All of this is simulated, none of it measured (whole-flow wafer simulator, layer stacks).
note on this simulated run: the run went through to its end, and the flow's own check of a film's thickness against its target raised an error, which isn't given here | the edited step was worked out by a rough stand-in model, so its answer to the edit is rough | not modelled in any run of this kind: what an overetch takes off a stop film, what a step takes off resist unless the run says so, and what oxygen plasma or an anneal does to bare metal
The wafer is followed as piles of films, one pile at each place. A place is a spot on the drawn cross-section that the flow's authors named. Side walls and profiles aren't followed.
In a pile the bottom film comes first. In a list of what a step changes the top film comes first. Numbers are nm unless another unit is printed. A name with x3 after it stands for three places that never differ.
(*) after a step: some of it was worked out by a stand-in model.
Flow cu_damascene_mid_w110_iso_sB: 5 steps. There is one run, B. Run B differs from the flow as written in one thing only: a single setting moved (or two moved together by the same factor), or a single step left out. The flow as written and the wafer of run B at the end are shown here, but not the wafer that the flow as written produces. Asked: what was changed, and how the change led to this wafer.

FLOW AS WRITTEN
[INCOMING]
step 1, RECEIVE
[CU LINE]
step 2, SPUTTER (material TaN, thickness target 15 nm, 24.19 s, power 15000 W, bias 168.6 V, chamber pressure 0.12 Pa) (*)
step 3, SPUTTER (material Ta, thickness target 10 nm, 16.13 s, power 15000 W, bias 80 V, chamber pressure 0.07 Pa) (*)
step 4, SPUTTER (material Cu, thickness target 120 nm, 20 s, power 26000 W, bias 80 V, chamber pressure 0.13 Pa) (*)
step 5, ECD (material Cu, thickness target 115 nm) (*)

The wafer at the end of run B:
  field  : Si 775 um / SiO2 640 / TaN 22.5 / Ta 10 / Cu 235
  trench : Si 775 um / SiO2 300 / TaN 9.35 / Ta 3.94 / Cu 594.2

What caused this: step 2, SPUTTER: thickness target 22.5 nm was run, while the flow as written has thickness target 15 nm; step 2, SPUTTER: 36.29 s was run, where the flow has 24.19 s.
The wafer lets one read it off: field has TaN 22.5, and step 2 as written asks for 15 nm.

Step by step, how the change led to this:
  step 2, SPUTTER (material TaN, thickness target 15 nm, 24.19 s, power 15000 W, bias 168.6 V, chamber pressure 0.12 Pa) (*)
      field: +22.5 TaN (new film) (it would be, as written: +15 TaN (new film))
      trench: +9.35 TaN (new film) (it would be, as written: +6.23 TaN (new film))
  step 4, SPUTTER (material Cu, thickness target 120 nm, 20 s, power 26000 W, bias 80 V, chamber pressure 0.13 Pa) (*)
      trench: +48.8 Cu (new film) (it would be, as written: +49.9 Cu (new film))
